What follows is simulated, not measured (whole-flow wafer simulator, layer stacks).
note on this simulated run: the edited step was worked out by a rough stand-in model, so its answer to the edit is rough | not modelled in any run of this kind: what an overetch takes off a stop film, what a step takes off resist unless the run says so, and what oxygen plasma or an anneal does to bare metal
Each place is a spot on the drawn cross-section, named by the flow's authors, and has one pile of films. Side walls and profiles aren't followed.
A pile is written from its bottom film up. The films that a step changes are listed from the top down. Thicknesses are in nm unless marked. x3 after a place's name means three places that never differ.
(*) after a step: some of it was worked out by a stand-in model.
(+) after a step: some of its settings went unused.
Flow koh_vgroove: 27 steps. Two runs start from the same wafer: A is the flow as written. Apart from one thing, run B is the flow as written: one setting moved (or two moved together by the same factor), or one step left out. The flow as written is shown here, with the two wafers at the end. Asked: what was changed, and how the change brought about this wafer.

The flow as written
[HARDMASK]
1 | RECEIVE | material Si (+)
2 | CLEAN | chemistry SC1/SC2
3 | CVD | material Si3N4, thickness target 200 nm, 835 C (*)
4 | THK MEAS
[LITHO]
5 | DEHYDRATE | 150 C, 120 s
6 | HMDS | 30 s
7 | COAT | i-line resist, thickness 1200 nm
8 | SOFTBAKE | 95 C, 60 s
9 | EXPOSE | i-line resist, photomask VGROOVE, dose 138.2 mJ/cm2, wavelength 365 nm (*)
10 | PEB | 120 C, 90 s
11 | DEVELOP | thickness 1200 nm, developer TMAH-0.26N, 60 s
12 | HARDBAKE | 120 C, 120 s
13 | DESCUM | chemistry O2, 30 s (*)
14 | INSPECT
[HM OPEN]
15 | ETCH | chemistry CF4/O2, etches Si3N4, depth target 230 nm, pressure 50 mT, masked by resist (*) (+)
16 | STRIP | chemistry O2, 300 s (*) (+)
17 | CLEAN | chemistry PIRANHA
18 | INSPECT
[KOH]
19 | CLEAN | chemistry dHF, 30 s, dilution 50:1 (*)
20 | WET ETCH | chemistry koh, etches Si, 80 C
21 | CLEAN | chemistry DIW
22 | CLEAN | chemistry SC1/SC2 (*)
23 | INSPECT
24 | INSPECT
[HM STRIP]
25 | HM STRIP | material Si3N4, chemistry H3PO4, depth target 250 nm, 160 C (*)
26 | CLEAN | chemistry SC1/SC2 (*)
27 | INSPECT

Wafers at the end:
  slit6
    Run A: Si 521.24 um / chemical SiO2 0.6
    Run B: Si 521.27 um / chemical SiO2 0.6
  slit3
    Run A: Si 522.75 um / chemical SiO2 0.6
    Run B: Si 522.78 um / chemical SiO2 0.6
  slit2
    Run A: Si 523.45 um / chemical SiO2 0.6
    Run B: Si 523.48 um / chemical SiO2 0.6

The reason: step 15, ETCH: depth target 201 nm was run, while the flow as written has depth target 230 nm.

How this came from the change, step by step:
  15 | ETCH | chemistry CF4/O2, etches Si3N4, depth target 230 nm, pressure 50 mT, masked by resist (*) (+)
      slit3, slit2, slit6, slit20: A -200 Si3N4 (all of it), -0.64 chemical SiO2 (all of it), -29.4 Si | B -200 Si3N4 (all of it), -0.64 chemical SiO2 (all of it), -0.36 Si
      field: A -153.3 i-line resist | B -134 i-line resist
  16 | STRIP | chemistry O2, 300 s (*) (+)
      field: A -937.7 i-line resist (all of it) | B -957 i-line resist (all of it)
